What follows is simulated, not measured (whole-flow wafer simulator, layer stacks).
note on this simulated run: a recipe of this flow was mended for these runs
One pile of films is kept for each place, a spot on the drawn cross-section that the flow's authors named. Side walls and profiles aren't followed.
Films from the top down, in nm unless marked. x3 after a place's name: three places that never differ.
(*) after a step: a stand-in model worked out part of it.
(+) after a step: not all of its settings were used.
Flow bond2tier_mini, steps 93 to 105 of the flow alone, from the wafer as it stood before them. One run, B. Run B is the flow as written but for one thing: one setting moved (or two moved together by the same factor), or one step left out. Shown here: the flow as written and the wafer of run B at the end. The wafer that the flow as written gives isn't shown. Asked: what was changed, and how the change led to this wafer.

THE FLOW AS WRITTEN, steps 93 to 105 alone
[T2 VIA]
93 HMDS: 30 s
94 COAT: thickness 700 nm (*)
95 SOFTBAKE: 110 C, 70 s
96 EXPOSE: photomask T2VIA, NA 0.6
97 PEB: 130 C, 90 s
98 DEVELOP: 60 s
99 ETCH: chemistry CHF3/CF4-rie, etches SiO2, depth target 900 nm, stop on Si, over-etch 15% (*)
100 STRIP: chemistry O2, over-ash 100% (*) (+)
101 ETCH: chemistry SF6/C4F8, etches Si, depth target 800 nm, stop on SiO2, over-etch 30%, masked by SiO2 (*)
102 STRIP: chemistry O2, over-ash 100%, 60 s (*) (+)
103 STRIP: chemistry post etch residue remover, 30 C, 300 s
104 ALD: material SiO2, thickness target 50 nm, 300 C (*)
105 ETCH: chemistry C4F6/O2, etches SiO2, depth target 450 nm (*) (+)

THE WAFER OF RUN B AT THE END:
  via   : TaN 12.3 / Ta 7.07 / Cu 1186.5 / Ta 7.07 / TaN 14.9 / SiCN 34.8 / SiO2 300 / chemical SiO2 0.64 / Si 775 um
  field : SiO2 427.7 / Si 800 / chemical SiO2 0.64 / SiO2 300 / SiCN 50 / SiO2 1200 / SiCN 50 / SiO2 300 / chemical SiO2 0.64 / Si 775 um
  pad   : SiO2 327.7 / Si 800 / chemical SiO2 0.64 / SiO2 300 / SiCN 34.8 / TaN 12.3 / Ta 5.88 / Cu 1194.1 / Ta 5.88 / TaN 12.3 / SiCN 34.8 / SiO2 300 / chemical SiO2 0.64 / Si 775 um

The cause: step 105, ETCH: depth target 612 nm was run, where the flow has depth target 450 nm.

How the change led to this, step by step:
  105 ETCH: chemistry C4F6/O2, etches SiO2, depth target 450 nm (*) (+)
      via: SiO2 -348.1 (all of it), SiCN -34.8 (all of it), TaN -2.61 (as written it would be: SiO2 -348.1 (all of it), SiCN -17.2)
      field, pad: SiO2 -612 (as written it would be: SiO2 -450)
